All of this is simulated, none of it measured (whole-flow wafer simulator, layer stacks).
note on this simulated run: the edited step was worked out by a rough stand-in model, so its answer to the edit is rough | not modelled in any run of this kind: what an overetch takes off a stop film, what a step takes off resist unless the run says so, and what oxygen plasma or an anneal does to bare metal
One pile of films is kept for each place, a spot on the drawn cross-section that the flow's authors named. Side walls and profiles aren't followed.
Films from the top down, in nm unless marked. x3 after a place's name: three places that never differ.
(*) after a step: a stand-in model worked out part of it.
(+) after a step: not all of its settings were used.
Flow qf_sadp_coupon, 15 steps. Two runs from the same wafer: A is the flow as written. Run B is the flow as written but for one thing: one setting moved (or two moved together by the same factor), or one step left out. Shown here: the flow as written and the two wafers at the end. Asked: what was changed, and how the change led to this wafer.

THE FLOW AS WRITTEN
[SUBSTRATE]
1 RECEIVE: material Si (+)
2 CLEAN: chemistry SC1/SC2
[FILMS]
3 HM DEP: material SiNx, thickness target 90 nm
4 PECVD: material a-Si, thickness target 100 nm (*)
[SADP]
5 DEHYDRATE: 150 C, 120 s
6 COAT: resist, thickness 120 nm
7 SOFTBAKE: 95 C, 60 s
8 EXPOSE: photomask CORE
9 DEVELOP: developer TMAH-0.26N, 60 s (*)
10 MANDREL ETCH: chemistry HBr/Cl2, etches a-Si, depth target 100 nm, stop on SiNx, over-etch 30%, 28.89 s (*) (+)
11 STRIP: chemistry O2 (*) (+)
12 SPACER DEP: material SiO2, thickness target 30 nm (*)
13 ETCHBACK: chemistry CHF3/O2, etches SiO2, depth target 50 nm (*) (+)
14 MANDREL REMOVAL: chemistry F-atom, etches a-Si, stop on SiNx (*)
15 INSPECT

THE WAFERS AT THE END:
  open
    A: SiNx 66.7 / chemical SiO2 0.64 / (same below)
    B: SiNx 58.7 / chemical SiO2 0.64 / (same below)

The cause: step 4, PECVD: thickness target 44.5 nm was run, where the flow has thickness target 100 nm.

How the change led to this, step by step:
  4 PECVD: material a-Si, thickness target 100 nm (*)
      m, open: A a-Si +100 (new film) | B a-Si +44.5 (new film)
  10 MANDREL ETCH: chemistry HBr/Cl2, etches a-Si, depth target 100 nm, stop on SiNx, over-etch 30%, 28.89 s (*) (+)
      open: A a-Si -100 (all of it), SiNx -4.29 | B a-Si -44.5 (all of it), SiNx -12.2
  14 MANDREL REMOVAL: chemistry F-atom, etches a-Si, stop on SiNx (*)
      m: A a-Si -95.8 (all of it) | B a-Si -40.3 (all of it)
